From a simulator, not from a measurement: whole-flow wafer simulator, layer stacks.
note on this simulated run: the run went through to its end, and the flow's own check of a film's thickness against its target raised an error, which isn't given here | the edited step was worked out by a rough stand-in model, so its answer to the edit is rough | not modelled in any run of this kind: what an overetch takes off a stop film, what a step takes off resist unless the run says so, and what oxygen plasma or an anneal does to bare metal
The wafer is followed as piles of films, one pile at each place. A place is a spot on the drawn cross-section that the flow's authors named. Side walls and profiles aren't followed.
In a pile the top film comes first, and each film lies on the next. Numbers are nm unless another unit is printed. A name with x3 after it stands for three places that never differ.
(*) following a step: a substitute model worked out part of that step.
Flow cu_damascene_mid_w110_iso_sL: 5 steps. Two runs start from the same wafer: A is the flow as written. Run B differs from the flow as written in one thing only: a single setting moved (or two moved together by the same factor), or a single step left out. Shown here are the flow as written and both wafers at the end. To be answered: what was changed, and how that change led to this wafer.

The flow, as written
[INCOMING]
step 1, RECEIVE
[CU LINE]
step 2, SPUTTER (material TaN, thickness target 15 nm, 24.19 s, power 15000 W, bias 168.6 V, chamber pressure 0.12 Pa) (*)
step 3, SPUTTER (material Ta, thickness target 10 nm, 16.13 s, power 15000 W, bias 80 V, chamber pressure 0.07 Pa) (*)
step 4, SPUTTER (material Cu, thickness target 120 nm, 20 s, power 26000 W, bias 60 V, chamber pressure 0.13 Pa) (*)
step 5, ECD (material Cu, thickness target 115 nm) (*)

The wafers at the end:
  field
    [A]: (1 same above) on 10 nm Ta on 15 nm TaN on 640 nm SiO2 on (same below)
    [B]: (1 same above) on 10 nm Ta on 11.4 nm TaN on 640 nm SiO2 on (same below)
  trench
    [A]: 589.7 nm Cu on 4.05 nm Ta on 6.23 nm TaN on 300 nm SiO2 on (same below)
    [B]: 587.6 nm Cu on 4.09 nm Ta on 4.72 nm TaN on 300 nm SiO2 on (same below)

The reason: step 2, SPUTTER: power 11380 W was run, whereas the flow has power 15000 W.

The path from the change to this, step by step:
  step 2, SPUTTER (material TaN, thickness target 15 nm, 24.19 s, power 15000 W, bias 168.6 V, chamber pressure 0.12 Pa) (*)
      field: A TaN gains 15 (new film) | B TaN gains 11.4 (new film)
      trench: A TaN gains 6.23 (new film) | B TaN gains 4.72 (new film)
